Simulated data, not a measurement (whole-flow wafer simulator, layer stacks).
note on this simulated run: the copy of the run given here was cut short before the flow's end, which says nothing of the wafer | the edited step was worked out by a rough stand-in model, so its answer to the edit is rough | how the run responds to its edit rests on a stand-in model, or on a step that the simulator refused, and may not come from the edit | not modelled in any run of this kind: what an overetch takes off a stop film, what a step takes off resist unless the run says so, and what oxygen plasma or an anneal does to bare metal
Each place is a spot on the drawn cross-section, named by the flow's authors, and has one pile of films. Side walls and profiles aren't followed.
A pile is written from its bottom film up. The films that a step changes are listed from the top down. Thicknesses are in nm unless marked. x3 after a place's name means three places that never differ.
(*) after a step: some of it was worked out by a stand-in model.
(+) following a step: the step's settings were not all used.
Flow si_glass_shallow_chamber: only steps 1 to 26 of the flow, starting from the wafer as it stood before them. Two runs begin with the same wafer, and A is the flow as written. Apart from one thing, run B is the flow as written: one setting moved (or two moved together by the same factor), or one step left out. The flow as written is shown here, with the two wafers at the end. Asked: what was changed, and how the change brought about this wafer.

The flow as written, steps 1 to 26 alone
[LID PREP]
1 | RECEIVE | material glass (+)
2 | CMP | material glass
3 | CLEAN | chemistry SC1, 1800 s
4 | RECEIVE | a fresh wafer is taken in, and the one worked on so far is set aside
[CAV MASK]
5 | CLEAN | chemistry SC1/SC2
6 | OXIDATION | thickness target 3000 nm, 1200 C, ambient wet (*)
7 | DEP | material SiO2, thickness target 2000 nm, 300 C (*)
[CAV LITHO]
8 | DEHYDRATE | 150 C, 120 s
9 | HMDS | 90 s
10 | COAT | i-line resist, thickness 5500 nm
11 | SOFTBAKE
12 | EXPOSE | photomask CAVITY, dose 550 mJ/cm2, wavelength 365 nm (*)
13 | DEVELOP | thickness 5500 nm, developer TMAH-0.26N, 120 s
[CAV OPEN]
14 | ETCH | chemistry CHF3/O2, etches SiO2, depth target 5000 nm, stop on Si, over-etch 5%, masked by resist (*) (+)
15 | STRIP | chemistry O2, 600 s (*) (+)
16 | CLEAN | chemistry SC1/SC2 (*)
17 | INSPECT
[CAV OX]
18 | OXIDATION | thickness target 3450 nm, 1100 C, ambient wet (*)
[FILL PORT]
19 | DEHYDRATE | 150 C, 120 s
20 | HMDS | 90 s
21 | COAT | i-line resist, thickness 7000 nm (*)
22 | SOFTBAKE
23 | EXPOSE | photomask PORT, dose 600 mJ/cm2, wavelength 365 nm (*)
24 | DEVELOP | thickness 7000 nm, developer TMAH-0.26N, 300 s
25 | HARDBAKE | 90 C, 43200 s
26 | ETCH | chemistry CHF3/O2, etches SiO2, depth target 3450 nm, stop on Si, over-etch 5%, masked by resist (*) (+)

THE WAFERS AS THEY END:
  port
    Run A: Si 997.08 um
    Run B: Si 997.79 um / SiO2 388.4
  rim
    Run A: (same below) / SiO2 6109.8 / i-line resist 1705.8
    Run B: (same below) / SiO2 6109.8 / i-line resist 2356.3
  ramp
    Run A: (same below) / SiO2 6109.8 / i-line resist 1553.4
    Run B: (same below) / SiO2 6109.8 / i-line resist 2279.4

What caused this: step 14, ETCH: depth target 2875 nm was run, though the flow has depth target 5000 nm.

Step by step, how the change led to this:
  14 | ETCH | chemistry CHF3/O2, etches SiO2, depth target 5000 nm, stop on Si, over-etch 5%, masked by resist (*) (+)
      cav, port: A SiO2 loses 5000 (all of it), Si loses 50 | B SiO2 loses 3018.8
      rim, ramp, septum, ring: A i-line resist loses 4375 | B i-line resist loses 2515.6
  15 | STRIP | chemistry O2, 600 s (*) (+)
      cav, port: A chemical SiO2 gains 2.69 (new film), Si loses 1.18 | B nothing
      rim, ramp, septum, ring: A i-line resist loses 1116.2 (all of it) | B i-line resist loses 2975.5 (all of it)
  18 | OXIDATION | thickness target 3450 nm, 1100 C, ambient wet (*)
      cav, port: A SiO2 gains 3450 (new film), chemical SiO2 loses 2.69 (all of it), Si loses 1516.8 | B SiO2 gains 2029.6, Si loses 893
  21 | COAT | i-line resist, thickness 7000 nm (*)
      rim: A i-line resist gains 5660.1 (new film) | B i-line resist gains 6090.1 (new film)
      ramp: A i-line resist gains 5087.8 (new film) | B i-line resist gains 5688.4 (new film)
      (also at 2 further places)
  22 | SOFTBAKE
      rim: A i-line resist loses 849 | B i-line resist loses 603.2
      ramp: A i-line resist loses 434.5 | B i-line resist loses 281.5
      (also at 4 further places)
  24 | DEVELOP | thickness 7000 nm, developer TMAH-0.26N, 300 s
      port: A i-line resist loses 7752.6 (all of it) | B i-line resist loses 7540.7 (all of it)
  25 | HARDBAKE | 90 C, 43200 s
      rim: A i-line resist loses 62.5 | B i-line resist loses 87.9
      ramp: A i-line resist loses 57.1 | B i-line resist loses 84.7
      (also at 1 further place)
  26 | ETCH | chemistry CHF3/O2, etches SiO2, depth target 3450 nm, stop on Si, over-etch 5%, masked by resist (*) (+)
      port: A SiO2 loses 3450 (all of it), Si loses 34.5 | B SiO2 loses 3622.5
